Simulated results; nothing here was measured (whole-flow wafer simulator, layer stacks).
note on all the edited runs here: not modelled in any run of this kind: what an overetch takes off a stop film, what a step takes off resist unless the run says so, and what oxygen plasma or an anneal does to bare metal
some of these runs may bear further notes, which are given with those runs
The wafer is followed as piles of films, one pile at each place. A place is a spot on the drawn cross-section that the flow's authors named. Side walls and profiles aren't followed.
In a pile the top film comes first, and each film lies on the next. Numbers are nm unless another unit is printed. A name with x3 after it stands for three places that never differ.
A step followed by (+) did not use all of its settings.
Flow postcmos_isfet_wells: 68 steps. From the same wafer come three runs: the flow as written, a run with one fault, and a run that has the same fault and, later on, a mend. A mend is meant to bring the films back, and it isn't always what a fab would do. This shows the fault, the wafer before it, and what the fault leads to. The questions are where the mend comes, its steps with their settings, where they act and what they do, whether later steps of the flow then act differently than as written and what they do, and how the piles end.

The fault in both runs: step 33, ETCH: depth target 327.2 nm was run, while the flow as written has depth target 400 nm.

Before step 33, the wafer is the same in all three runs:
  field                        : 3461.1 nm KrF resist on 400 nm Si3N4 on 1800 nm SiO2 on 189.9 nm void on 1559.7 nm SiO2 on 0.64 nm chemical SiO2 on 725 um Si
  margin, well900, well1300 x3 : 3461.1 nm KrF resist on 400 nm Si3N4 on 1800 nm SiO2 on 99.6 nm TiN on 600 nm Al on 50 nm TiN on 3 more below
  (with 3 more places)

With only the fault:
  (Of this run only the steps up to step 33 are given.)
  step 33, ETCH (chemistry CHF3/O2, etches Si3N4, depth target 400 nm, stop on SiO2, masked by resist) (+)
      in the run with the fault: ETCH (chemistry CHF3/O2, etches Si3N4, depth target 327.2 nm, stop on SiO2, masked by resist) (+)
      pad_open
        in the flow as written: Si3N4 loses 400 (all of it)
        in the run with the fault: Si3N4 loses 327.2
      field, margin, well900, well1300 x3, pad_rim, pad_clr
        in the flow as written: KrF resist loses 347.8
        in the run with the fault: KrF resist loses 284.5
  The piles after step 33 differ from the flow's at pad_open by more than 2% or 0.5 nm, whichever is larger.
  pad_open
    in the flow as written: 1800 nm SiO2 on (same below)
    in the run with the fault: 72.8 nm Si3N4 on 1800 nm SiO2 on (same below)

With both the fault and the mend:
  The mend follows step 33.
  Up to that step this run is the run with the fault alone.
  step 33a, ETCH (chemistry CHF3/O2, etches Si3N4, depth target 72.8 nm, stop on SiO2, masked by resist) (a further turn of the flow's step 33, with different settings)
      field, margin, well900, well1300 x3, pad_rim, pad_clr
        KrF resist loses 63.3
      pad_open
        Si3N4 loses 72.8 (all of it)
  Every later step of the flow that is run acts as written at every place that is followed.
  By the end, the piles equal the flow's at every place that both follow.
